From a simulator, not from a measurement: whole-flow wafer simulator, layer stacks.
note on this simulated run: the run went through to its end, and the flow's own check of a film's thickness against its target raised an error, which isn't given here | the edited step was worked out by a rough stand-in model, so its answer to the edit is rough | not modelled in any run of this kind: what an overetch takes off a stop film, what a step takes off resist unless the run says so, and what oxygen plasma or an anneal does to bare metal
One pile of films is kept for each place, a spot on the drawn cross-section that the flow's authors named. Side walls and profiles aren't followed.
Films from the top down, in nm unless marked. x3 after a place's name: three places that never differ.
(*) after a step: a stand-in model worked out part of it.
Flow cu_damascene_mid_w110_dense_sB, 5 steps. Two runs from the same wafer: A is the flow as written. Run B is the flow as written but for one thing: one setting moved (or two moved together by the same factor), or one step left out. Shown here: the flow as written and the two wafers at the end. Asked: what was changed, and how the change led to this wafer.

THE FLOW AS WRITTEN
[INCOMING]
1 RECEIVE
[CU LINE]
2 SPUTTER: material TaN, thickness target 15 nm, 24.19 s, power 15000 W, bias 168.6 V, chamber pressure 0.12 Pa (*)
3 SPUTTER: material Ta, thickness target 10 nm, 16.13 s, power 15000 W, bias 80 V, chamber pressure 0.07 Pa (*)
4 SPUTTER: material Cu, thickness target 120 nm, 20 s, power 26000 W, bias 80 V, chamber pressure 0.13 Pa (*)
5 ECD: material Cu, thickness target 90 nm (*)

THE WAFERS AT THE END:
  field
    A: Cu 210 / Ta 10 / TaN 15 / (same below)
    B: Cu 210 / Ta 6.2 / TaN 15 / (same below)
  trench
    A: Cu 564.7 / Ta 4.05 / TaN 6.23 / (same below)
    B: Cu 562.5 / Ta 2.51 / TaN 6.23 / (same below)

The cause: step 3, SPUTTER: thickness target 6.2 nm was run, where the flow has thickness target 10 nm; step 3, SPUTTER: 10.08 s was run, where the flow has 16.13 s.
It can be read off the wafer: field has Ta 6.2, and step 3 as written asks for 10 nm.

How the change led to this, step by step:
  3 SPUTTER: material Ta, thickness target 10 nm, 16.13 s, power 15000 W, bias 80 V, chamber pressure 0.07 Pa (*)
      field: A Ta +10 (new film) | B Ta +6.2 (new film)
      trench: A Ta +4.05 (new film) | B Ta +2.51 (new film)
